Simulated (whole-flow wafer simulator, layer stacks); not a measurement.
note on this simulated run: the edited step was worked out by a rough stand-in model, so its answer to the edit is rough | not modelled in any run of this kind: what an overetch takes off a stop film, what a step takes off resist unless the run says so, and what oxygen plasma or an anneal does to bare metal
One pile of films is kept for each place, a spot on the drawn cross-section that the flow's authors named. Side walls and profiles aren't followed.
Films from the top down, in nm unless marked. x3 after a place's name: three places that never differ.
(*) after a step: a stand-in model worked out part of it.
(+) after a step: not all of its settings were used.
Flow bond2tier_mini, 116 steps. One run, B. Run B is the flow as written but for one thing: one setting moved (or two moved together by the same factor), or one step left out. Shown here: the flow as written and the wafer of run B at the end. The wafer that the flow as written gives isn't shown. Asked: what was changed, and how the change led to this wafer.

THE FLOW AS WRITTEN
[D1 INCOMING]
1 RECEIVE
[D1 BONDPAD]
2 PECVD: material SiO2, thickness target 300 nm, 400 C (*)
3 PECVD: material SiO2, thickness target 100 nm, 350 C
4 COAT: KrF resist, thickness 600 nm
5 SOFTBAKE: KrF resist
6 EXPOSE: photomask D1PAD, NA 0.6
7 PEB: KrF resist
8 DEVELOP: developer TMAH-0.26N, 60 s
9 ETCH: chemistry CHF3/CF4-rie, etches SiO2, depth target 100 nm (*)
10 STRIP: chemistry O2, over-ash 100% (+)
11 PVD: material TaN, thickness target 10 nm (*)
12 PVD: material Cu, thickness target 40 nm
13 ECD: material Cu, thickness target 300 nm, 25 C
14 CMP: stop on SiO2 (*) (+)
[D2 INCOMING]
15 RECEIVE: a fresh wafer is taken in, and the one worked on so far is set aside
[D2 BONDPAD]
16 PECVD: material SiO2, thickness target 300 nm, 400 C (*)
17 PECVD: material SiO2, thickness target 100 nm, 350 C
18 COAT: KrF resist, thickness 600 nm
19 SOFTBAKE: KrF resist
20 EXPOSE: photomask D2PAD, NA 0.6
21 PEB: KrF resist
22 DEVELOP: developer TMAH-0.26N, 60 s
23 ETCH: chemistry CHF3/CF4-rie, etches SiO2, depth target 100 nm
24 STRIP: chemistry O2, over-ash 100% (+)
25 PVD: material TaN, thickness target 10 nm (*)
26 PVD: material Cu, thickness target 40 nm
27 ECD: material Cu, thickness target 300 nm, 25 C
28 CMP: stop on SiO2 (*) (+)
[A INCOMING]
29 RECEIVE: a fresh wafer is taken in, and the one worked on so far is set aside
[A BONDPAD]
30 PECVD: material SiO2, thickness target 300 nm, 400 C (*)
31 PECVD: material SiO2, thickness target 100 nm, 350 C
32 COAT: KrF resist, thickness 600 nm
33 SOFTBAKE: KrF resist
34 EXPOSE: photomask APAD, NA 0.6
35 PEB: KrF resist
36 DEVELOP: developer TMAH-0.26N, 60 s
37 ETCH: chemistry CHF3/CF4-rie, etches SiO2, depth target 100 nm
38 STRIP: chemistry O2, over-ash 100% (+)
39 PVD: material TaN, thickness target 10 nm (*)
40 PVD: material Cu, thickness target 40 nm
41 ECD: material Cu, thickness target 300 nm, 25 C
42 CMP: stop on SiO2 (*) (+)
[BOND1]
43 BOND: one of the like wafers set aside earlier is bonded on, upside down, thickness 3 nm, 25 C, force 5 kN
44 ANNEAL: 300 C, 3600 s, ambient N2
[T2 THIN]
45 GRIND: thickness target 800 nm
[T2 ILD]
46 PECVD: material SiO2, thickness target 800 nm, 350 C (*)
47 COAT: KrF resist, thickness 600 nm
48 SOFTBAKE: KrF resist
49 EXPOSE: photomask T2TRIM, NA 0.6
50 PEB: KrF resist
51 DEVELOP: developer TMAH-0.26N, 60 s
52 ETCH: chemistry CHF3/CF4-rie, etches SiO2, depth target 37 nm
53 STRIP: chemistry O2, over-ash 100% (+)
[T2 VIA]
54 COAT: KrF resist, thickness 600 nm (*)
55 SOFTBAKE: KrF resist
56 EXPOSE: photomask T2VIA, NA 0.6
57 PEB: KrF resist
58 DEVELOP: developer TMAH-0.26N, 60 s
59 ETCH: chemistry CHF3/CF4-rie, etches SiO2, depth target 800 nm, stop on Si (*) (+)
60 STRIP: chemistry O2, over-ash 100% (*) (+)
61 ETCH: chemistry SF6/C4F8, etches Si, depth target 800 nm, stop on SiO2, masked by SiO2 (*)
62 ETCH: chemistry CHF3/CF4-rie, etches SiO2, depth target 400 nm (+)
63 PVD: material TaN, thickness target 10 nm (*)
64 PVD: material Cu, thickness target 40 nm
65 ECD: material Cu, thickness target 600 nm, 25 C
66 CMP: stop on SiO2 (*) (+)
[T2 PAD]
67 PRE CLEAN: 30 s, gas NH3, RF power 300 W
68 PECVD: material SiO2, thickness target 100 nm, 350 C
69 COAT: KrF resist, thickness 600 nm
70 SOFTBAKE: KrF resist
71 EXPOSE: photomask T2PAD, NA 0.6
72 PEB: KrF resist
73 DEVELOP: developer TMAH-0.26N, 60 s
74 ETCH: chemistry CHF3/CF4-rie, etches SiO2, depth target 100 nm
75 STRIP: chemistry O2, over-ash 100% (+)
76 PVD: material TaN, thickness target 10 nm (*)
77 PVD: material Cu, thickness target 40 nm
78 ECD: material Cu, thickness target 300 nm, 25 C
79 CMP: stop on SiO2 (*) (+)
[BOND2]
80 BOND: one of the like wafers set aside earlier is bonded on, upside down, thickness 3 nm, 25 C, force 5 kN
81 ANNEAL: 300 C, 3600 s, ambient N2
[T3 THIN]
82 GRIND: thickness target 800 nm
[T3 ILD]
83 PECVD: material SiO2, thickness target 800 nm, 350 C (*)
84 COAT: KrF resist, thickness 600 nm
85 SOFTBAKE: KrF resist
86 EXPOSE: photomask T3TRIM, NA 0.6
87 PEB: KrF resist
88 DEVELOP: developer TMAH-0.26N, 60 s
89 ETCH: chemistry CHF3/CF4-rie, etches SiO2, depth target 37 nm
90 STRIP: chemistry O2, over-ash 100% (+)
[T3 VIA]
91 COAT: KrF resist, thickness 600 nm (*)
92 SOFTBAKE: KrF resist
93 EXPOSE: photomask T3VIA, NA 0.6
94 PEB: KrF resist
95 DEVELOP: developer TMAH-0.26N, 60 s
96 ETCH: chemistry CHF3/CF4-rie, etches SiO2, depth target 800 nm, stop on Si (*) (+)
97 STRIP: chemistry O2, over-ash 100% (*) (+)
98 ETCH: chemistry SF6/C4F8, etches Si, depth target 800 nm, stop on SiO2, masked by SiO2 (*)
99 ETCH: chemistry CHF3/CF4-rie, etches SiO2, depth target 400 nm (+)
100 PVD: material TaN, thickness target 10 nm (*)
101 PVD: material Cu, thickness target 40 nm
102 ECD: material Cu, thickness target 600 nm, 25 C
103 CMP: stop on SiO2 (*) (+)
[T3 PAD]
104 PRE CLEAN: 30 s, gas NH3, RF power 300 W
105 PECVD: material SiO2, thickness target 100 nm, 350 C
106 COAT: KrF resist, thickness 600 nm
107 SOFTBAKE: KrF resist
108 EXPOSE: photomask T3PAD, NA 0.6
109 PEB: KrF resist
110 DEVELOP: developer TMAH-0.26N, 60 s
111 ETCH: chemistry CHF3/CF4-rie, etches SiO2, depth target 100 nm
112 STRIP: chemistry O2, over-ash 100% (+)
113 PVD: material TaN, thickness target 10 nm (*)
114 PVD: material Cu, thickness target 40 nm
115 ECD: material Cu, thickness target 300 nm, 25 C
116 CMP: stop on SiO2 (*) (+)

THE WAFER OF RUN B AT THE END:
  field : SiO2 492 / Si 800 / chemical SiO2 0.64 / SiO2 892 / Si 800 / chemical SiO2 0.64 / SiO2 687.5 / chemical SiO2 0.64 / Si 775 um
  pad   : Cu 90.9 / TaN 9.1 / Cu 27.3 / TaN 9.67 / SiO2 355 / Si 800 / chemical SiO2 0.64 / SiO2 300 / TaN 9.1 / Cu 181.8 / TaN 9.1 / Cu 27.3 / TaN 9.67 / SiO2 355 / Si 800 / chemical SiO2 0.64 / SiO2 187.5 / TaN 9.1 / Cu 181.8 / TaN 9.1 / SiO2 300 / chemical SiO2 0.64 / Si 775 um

The cause: step 2, PECVD: thickness target 187.5 nm was run, where the flow has thickness target 300 nm.
It can be read off the wafer: pad has SiO2 187.5, and step 2 as written asks for 300 nm.

How the change led to this, step by step:
  2 PECVD: material SiO2, thickness target 300 nm, 400 C (*)
      field, pad, via: SiO2 +187.5 (new film) (as written it would be: SiO2 +300 (new film))
  43 BOND: one of the like wafers set aside earlier is bonded on, upside down, thickness 3 nm, 25 C, force 5 kN
      field: Si +775 um (new film), chemical SiO2 +0.64 (new film), SiO2 +287.5 (as written it would be: Si +775 um (new film), chemical SiO2 +0.64 (new film), SiO2 +400)
      pad: Si +775 um (new film), chemical SiO2 +0.64 (new film), SiO2 +187.5 (new film), TaN +9.1 (new film), Cu +90.9 (as written it would be: Si +775 um (new film), chemical SiO2 +0.64 (new film), SiO2 +300 (new film), TaN +9.1 (new film), Cu +90.9)
      (and at 1 more place)
